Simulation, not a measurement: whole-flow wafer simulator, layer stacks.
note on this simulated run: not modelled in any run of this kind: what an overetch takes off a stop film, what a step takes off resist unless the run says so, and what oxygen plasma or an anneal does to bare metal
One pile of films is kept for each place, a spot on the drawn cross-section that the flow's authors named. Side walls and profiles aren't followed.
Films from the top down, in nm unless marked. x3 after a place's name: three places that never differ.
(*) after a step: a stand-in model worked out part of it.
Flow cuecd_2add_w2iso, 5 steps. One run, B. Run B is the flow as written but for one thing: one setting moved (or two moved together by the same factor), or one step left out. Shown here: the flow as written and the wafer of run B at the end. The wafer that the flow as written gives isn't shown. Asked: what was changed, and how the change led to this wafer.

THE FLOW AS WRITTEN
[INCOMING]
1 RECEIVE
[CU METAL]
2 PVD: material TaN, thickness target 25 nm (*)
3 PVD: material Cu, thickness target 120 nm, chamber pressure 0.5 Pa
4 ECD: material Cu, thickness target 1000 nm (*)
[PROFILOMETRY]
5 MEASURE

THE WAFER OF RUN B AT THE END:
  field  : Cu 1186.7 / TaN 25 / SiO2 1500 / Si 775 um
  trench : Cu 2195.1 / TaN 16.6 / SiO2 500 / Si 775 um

The cause: step 3, PVD: thickness target 186.7 nm was run, where the flow has thickness target 120 nm.

How the change led to this, step by step:
  3 PVD: material Cu, thickness target 120 nm, chamber pressure 0.5 Pa
      field: Cu +186.7 (new film) (as written it would be: Cu +120 (new film))
      trench: Cu +125.3 (new film) (as written it would be: Cu +80.8 (new film))
